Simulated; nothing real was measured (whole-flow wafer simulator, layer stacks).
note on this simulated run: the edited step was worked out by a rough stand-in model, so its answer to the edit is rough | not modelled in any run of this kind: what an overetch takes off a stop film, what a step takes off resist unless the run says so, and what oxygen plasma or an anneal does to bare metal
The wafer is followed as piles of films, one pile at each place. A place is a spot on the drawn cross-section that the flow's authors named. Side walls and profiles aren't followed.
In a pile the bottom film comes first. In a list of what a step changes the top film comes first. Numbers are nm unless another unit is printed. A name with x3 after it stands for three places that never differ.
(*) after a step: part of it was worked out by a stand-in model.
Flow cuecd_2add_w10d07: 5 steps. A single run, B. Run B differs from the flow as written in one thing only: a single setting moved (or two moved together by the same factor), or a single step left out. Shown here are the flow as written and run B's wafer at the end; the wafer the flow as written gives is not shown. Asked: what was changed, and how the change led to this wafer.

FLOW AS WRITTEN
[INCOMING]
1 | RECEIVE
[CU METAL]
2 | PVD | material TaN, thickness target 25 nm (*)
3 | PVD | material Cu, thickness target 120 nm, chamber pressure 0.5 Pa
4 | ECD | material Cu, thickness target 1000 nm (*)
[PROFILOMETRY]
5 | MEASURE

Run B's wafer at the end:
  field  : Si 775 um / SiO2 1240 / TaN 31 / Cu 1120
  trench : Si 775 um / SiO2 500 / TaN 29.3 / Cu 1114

Cause: step 2, PVD: thickness target 31 nm was run, while the flow as written has thickness target 25 nm.
The wafer itself shows it: field has TaN 31, and step 2 as written asks for 25 nm.

Step by step, how the change led to this:
  2 | PVD | material TaN, thickness target 25 nm (*)
      field: TaN gains 31 (new film) (as written it would have been: TaN gains 25 (new film))
      trench: TaN gains 29.3 (new film) (as written it would have been: TaN gains 23.7 (new film))
